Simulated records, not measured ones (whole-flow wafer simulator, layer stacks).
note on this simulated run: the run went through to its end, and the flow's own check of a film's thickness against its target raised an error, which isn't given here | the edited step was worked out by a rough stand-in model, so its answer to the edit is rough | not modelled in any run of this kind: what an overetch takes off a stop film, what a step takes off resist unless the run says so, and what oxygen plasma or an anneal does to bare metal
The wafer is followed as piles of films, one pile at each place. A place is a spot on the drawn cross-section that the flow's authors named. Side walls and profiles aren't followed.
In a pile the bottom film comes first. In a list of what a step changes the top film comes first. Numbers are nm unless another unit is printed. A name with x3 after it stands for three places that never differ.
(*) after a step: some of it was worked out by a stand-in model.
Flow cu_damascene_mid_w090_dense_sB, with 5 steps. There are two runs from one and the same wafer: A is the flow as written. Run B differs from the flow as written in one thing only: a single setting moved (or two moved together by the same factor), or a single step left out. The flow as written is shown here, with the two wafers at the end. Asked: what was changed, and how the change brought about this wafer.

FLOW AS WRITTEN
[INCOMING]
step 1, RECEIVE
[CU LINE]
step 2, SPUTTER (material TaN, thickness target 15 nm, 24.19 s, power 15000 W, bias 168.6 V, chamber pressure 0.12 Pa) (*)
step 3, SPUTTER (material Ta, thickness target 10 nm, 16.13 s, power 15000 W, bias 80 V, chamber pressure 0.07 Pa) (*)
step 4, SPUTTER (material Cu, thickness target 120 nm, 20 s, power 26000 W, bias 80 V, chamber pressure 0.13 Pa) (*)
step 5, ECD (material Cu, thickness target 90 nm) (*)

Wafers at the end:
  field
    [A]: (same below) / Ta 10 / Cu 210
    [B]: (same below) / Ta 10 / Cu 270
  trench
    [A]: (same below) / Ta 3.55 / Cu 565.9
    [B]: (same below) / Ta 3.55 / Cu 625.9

Cause: step 4, SPUTTER: thickness target 180 nm was run, whereas the flow has thickness target 120 nm; step 4, SPUTTER: 30 s was run, where the flow has 20 s.

How this came from the change, step by step:
  step 4, SPUTTER (material Cu, thickness target 120 nm, 20 s, power 26000 W, bias 80 V, chamber pressure 0.13 Pa) (*)
      field: A Cu gains 120 (new film) | B Cu gains 180 (new film)
      trench: A Cu gains 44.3 (new film) | B Cu gains 66.5 (new film)
  step 5, ECD (material Cu, thickness target 90 nm) (*)
      trench: A Cu gains 521.6 | B Cu gains 559.4
